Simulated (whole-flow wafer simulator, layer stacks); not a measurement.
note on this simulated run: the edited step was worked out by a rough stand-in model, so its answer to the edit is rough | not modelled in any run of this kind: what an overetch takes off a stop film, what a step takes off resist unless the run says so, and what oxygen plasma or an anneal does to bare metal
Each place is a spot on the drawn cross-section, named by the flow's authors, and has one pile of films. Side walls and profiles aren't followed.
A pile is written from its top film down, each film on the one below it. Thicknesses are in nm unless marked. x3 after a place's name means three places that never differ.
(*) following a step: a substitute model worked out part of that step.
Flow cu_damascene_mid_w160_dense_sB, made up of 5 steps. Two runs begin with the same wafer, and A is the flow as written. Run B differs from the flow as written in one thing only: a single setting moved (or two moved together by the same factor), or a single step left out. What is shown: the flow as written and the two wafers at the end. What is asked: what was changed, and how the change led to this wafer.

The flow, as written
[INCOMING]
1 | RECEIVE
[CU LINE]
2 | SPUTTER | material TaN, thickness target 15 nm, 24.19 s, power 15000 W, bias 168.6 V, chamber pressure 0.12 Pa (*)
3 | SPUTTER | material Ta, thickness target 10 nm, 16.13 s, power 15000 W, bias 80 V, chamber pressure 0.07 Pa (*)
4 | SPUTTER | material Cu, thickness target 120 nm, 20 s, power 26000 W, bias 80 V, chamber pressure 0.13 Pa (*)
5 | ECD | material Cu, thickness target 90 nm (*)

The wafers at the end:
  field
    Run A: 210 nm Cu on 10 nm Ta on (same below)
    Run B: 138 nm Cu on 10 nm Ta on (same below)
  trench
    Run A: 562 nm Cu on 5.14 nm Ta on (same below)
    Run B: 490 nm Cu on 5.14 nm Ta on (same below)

What caused this: step 4, SPUTTER: thickness target 48 nm was run, while the flow as written has thickness target 120 nm; step 4, SPUTTER: 8 s was run, where the flow has 20 s.

How this came from the change, step by step:
  4 | SPUTTER | material Cu, thickness target 120 nm, 20 s, power 26000 W, bias 80 V, chamber pressure 0.13 Pa (*)
      field: A Cu gains 120 (new film) | B Cu gains 48 (new film)
      trench: A Cu gains 62 (new film) | B Cu gains 24.8 (new film)
  5 | ECD | material Cu, thickness target 90 nm (*)
      trench: A Cu gains 500 | B Cu gains 465.2
